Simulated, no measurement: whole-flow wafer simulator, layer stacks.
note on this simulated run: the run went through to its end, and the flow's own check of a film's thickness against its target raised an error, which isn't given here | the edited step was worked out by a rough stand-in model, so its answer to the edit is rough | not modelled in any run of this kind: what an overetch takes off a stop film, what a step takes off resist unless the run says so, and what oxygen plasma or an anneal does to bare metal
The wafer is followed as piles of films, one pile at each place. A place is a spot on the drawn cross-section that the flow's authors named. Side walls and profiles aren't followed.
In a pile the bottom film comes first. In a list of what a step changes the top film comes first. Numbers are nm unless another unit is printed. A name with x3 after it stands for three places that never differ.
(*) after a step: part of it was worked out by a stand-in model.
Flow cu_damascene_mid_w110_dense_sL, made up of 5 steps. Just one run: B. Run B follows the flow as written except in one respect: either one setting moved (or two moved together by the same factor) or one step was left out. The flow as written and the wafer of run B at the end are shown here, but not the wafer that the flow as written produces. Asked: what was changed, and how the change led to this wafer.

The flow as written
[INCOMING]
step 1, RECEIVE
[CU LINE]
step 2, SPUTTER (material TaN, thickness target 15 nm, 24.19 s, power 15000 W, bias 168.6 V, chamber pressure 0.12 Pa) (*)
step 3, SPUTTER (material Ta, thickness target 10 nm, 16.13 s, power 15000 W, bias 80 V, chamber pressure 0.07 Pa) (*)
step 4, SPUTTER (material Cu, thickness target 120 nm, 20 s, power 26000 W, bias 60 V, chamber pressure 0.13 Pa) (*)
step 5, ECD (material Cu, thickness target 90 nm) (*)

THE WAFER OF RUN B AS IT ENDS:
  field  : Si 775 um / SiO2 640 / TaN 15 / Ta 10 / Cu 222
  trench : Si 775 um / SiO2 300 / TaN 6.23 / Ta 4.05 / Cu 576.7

Cause: step 4, SPUTTER: thickness target 132 nm was run, whereas the flow has thickness target 120 nm; step 4, SPUTTER: 22 s was run, where the flow has 20 s.

Step by step, how the change led to this:
  step 4, SPUTTER (material Cu, thickness target 120 nm, 20 s, power 26000 W, bias 60 V, chamber pressure 0.13 Pa) (*)
      field: +132 Cu (new film) (in the flow as written it would be: +120 Cu (new film))
      trench: +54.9 Cu (new film) (in the flow as written it would be: +49.9 Cu (new film))
